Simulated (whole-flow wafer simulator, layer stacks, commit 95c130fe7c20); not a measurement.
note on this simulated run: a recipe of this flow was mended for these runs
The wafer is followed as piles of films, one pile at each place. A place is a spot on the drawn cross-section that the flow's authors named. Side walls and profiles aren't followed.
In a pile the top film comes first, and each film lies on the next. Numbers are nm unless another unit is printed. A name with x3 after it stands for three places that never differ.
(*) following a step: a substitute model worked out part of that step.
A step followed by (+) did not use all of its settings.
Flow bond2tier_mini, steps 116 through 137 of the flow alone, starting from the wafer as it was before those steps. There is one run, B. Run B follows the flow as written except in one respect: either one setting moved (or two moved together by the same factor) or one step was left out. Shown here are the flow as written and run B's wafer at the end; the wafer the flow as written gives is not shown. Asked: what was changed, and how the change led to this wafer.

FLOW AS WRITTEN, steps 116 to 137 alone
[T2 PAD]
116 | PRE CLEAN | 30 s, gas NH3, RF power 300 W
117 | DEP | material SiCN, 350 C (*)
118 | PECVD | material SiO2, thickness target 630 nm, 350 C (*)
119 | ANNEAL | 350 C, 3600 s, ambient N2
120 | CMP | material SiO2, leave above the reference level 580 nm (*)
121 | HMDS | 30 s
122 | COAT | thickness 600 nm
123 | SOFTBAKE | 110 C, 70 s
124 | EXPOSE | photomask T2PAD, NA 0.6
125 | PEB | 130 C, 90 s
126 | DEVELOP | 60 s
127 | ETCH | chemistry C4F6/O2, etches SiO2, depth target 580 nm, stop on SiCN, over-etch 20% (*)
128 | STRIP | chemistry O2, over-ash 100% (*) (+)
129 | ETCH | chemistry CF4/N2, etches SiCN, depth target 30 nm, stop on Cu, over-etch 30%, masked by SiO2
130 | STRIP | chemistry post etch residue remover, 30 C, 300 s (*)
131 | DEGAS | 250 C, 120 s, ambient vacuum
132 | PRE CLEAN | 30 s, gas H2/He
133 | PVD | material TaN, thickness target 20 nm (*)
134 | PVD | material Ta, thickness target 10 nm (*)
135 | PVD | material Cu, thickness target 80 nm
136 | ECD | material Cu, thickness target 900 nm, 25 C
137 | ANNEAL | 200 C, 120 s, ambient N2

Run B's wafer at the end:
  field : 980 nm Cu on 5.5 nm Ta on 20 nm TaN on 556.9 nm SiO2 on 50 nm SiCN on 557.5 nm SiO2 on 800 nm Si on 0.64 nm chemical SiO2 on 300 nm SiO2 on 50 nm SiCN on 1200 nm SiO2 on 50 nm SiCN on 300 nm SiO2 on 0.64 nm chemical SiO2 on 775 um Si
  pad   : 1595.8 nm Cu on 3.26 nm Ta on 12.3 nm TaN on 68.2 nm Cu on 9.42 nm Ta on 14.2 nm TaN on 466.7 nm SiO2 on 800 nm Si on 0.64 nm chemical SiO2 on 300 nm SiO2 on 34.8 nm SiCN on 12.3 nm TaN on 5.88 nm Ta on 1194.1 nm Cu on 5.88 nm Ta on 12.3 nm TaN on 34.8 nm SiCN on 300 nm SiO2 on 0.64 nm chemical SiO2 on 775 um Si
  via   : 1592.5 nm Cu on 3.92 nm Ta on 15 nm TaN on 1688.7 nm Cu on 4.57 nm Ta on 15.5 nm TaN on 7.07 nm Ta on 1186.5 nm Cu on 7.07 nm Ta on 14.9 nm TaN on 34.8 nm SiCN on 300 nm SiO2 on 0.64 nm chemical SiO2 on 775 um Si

The reason: step 134, PVD: thickness target 5.5 nm was run, while the flow as written has thickness target 10 nm.
The wafer itself shows it: field has Ta 5.5, and step 134 as written asks for 10 nm.

Step by step, how the change led to this:
  134 | PVD | material Ta, thickness target 10 nm (*)
      field: Ta gains 5.5 (new film) (in the flow as written it would be: Ta gains 10 (new film))
      pad: Ta gains 3.26 (new film) (in the flow as written it would be: Ta gains 5.92 (new film))
      (also at 1 further place)
